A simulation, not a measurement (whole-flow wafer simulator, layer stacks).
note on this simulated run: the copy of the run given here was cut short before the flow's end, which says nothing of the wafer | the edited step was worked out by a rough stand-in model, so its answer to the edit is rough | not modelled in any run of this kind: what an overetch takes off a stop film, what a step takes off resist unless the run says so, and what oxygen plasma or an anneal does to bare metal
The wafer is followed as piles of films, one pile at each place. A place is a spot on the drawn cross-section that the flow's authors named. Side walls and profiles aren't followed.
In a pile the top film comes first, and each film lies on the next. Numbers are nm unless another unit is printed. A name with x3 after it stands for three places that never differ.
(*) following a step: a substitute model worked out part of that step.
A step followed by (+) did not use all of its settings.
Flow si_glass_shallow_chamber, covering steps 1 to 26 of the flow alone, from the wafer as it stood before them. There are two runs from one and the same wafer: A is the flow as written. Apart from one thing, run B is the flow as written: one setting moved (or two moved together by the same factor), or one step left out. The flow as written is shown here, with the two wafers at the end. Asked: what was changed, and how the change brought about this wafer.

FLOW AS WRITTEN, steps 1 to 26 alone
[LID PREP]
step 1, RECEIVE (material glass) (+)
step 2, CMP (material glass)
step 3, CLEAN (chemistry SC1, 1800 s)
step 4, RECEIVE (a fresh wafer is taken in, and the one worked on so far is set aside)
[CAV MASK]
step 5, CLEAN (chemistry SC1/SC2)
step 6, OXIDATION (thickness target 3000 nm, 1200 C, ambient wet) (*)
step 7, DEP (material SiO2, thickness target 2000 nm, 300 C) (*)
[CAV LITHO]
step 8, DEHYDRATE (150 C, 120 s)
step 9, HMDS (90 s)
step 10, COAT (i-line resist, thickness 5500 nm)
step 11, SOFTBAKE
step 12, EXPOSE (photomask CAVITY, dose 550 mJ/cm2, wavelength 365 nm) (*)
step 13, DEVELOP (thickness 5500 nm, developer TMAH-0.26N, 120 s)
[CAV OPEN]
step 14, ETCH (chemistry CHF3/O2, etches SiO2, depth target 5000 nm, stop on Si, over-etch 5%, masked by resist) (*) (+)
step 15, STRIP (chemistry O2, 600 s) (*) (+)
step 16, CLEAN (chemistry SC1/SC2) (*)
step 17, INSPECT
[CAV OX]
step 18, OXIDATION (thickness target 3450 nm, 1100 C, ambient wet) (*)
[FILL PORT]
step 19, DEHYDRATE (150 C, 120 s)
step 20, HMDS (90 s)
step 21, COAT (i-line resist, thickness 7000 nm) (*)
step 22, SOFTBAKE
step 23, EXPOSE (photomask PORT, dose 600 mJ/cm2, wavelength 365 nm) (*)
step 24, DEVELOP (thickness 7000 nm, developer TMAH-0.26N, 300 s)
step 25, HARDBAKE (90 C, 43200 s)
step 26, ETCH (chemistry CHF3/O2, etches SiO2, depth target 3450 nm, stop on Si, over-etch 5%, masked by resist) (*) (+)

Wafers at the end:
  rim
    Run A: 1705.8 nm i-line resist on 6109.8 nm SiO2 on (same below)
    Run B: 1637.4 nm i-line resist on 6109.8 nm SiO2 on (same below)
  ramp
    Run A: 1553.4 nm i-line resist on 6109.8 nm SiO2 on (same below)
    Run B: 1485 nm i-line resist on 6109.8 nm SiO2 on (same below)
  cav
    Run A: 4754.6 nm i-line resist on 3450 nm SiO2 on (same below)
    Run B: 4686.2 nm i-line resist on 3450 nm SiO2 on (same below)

What caused this: step 26, ETCH: over-etch 7.38% was run, though the flow has over-etch 5%.

Step by step, how the change led to this:
  step 26, ETCH (chemistry CHF3/O2, etches SiO2, depth target 3450 nm, stop on Si, over-etch 5%, masked by resist) (*) (+)
      rim, ramp, cav, ring: A i-line resist loses 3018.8 | B i-line resist loses 3087.2
      port: A SiO2 loses 3450 (all of it), Si loses 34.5 | B SiO2 loses 3450 (all of it), Si loses 50.9
      (also at 1 further place)
